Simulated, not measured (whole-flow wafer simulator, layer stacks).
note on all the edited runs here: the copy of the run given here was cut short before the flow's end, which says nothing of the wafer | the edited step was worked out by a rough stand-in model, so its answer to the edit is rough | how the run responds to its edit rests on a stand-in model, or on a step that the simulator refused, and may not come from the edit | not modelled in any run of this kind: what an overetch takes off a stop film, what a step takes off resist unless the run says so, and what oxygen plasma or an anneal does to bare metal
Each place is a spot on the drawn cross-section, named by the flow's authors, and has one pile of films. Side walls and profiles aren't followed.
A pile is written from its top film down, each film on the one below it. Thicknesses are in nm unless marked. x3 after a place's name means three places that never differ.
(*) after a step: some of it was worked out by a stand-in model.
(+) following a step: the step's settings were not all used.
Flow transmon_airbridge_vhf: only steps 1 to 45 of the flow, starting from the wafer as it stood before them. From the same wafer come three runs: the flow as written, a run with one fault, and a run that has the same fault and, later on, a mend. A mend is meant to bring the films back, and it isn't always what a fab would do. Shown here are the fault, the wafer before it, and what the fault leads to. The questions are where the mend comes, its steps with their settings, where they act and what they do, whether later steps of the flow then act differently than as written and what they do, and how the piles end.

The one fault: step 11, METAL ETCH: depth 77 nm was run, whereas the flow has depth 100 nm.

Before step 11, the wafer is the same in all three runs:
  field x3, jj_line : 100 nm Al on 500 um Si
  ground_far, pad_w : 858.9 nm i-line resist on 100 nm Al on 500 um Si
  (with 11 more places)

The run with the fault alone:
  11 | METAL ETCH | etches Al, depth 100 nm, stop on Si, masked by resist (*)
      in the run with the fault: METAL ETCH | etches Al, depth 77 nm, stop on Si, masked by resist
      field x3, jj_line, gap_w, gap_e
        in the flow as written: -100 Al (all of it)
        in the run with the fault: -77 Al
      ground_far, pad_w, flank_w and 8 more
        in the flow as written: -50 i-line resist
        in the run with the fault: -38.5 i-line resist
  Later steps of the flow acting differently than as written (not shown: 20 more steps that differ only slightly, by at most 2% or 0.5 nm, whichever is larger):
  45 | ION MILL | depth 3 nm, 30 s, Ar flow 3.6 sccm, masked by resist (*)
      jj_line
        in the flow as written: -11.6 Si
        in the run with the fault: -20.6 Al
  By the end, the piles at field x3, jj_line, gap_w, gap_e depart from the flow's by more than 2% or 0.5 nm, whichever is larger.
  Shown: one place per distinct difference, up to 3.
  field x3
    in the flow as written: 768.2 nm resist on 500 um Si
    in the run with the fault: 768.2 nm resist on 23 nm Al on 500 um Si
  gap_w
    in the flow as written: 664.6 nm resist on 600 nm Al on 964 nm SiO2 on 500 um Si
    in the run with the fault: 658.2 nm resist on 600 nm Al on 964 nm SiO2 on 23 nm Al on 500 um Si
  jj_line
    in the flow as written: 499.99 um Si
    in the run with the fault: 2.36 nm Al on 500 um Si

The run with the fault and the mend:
  The mend stands after step 12.
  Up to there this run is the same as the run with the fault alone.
  12a | COAT | i-line resist, thickness 900 nm (*) (the flow's step 6, run once more)
      field x3, jj_line, trace_open_s x2, margin_s, bridge_strip, margin_n
        +900 i-line resist (new film)
      pad_w, pad_e
        +890.5 i-line resist (new film)
      flank_w, flank_e
        +881.9 i-line resist (new film)
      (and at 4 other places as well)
  12b | SOFTBAKE | i-line resist, 90 C, 90 s (the flow's step 7, run once more)
      flank_w, flank_e
        -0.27 i-line resist
      gap_w, gap_e
        +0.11 i-line resist
      cpw_trace
        -0.06 i-line resist
  12c | EXPOSE | i-line resist, thickness 900 nm, photomask AB CPW, dose 155.4 mJ/cm2, NA 0.45, wavelength 365 nm (*) (the flow's step 8, run once more)
      does not change any film at any place that is followed
  12d | PEB | i-line resist, 110 C, 60 s (the flow's step 9, run once more)
      field x3, jj_line, trace_open_s x2, margin_s, bridge_strip, margin_n
        -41 i-line resist
      pad_w, pad_e
        -40.6 i-line resist
      flank_w, flank_e
        -40.2 i-line resist
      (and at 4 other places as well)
  12e | DEVELOP | i-line resist, thickness 900 nm, developer developer-B, 60 s (the flow's step 10, run once more)
      flank_w, cpw_trace, flank_e, trace_open_s x2, margin_s, bridge_strip, margin_n
        -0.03 i-line resist
      field x3, jj_line
        -859 i-line resist (all of it)
      gap_w, gap_e
        -899.1 i-line resist (all of it)
  12f | METAL ETCH | etches Al, depth 23 nm, stop on Si, masked by resist (*) (the flow's step 11, run once more with other settings)
      ground_far, pad_w, flank_w and 8 more
        -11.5 i-line resist
      field x3, jj_line, gap_w, gap_e
        -23 Al (all of it)
  12g | STRIP | i-line resist, 80 C, 600 s (*) (+) (the flow's step 12, run once more)
      trace_open_s x2, margin_s, bridge_strip, margin_n
        -847.4 i-line resist (all of it)
      pad_w, pad_e
        -838.4 i-line resist (all of it)
      flank_w, flank_e
        -829.9 i-line resist (all of it)
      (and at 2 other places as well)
  None of the later steps of the flow acts differently than as written at any place that is followed.
  At every place that both follow, the piles at the end match the flow's.
